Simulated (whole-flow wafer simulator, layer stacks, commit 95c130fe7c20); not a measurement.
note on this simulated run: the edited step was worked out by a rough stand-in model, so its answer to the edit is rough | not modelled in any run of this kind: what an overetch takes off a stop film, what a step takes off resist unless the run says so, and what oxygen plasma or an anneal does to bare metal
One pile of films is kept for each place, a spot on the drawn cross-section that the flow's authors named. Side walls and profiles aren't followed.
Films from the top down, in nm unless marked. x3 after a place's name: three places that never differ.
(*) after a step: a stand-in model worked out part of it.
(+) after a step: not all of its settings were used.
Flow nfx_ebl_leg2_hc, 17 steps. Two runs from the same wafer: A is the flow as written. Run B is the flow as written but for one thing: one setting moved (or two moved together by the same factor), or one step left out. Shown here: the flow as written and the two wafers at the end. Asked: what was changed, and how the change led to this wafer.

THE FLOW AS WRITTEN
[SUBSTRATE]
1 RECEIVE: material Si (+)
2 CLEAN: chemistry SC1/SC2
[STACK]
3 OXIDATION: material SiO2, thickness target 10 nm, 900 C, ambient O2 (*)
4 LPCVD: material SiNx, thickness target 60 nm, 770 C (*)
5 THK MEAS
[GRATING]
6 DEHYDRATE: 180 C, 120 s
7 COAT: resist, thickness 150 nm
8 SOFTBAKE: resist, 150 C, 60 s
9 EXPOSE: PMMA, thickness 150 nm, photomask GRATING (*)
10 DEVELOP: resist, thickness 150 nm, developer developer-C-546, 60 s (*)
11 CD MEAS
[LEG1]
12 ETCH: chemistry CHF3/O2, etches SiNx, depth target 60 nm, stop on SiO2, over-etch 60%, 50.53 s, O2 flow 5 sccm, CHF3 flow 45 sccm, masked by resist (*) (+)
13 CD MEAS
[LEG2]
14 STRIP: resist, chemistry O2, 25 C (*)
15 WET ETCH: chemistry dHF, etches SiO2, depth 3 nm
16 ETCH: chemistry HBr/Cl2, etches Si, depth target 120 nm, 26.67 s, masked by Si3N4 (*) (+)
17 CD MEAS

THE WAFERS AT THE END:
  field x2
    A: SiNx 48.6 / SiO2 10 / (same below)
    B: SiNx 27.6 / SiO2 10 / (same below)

The cause: step 4, LPCVD: thickness target 39 nm was run, where the flow has thickness target 60 nm.

How the change led to this, step by step:
  4 LPCVD: material SiNx, thickness target 60 nm, 770 C (*)
      field x2, pad x2: A SiNx +60 (new film) | B SiNx +39 (new film)
  12 ETCH: chemistry CHF3/O2, etches SiNx, depth target 60 nm, stop on SiO2, over-etch 60%, 50.53 s, O2 flow 5 sccm, CHF3 flow 45 sccm, masked by resist (*) (+)
      pad x2: A SiNx -60 (all of it), SiO2 -10 (all of it) | B SiNx -39 (all of it), SiO2 -10 (all of it)
